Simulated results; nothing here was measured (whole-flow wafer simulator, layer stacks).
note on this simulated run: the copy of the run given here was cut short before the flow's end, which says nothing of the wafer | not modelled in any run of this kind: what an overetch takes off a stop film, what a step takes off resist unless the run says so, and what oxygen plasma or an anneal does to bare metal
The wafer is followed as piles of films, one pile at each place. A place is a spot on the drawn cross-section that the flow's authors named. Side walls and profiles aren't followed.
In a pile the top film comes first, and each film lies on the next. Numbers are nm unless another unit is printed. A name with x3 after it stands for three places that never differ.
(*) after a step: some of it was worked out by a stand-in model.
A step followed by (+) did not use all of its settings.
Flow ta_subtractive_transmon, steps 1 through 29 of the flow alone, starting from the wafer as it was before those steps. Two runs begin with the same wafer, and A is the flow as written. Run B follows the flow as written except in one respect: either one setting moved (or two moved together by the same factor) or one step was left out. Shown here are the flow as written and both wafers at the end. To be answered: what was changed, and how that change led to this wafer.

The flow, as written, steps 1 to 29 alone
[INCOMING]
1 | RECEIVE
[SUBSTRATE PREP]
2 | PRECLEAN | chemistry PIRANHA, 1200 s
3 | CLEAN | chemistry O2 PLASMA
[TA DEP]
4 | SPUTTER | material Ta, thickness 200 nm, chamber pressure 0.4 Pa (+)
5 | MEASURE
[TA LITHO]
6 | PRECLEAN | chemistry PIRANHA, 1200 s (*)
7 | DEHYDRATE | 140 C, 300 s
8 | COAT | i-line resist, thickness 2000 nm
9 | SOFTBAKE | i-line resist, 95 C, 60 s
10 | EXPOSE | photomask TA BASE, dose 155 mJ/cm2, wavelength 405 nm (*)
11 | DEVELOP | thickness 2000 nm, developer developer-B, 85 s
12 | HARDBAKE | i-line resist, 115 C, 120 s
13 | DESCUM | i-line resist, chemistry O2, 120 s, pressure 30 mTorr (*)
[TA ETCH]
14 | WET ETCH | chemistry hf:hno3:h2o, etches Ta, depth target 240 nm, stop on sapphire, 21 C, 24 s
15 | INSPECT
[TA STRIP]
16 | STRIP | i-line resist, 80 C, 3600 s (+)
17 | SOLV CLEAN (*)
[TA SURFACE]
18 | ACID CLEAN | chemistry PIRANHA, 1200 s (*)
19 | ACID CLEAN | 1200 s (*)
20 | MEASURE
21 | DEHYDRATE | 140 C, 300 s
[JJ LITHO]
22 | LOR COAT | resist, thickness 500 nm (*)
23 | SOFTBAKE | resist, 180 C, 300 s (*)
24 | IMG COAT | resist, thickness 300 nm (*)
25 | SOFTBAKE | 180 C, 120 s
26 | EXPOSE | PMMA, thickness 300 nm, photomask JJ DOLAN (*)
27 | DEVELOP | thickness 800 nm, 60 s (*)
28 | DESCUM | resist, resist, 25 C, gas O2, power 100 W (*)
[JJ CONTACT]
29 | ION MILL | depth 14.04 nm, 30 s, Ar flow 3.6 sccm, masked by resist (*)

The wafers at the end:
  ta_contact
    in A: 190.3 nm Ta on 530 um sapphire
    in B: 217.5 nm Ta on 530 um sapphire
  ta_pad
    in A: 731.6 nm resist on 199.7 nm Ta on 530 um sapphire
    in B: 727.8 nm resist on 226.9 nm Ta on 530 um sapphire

Cause: step 4, SPUTTER: thickness 227.2 nm was run, whereas the flow has thickness 200 nm.

The path from the change to this, step by step:
  4 | SPUTTER | material Ta, thickness 200 nm, chamber pressure 0.4 Pa (+)
      field x2, jj_line, lead, ta_contact, ta_pad: A +200 Ta (new film) | B +227.2 Ta (new film)
  14 | WET ETCH | chemistry hf:hno3:h2o, etches Ta, depth target 240 nm, stop on sapphire, 21 C, 24 s
      field x2, jj_line, lead: A -200 Ta (all of it) | B -227.2 Ta (all of it)
